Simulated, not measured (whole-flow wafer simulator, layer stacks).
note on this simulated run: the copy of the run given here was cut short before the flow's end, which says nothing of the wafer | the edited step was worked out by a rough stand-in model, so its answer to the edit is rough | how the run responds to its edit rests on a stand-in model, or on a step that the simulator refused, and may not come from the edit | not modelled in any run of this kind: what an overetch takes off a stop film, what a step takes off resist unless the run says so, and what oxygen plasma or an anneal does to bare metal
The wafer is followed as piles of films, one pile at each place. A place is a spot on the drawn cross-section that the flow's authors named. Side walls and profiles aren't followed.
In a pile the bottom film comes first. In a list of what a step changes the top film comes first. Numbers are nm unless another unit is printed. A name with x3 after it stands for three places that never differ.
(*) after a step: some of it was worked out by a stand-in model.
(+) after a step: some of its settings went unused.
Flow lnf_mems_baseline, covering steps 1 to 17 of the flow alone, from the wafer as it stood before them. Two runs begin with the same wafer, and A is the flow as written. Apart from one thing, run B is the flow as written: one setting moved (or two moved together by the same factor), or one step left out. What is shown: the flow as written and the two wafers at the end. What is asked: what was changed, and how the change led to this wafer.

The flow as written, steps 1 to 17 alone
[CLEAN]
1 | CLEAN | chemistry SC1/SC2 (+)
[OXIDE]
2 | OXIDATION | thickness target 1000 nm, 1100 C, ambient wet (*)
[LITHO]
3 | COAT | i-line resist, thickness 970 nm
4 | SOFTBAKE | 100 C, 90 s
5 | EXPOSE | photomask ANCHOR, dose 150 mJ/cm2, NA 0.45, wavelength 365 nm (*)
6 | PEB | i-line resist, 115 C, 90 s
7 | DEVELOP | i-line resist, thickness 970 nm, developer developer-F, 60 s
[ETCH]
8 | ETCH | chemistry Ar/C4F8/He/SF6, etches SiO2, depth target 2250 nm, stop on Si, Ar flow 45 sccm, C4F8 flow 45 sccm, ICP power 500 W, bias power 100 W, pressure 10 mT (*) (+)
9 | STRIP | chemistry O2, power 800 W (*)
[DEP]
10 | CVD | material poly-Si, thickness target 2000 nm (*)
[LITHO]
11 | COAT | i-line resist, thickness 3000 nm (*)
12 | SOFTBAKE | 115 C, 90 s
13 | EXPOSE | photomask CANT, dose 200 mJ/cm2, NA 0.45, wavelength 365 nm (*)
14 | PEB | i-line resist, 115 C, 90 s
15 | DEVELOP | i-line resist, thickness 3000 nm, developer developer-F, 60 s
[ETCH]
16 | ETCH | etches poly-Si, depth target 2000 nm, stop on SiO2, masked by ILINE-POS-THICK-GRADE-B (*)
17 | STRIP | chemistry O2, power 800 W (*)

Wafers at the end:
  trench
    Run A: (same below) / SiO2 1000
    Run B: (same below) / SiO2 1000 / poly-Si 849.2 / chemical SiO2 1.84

What caused this: step 16, ETCH: depth target 1150 nm was run, while the flow as written has depth target 2000 nm.

Step by step, how the change led to this:
  16 | ETCH | etches poly-Si, depth target 2000 nm, stop on SiO2, masked by ILINE-POS-THICK-GRADE-B (*)
      trench, char_slit: A -2000 poly-Si (all of it) | B -1150 poly-Si
      field, anchor, beam: A -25 i-line resist | B -14.4 i-line resist
  17 | STRIP | chemistry O2, power 800 W (*)
      trench, char_slit: A nothing | B +1.84 chemical SiO2 (new film), -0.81 poly-Si
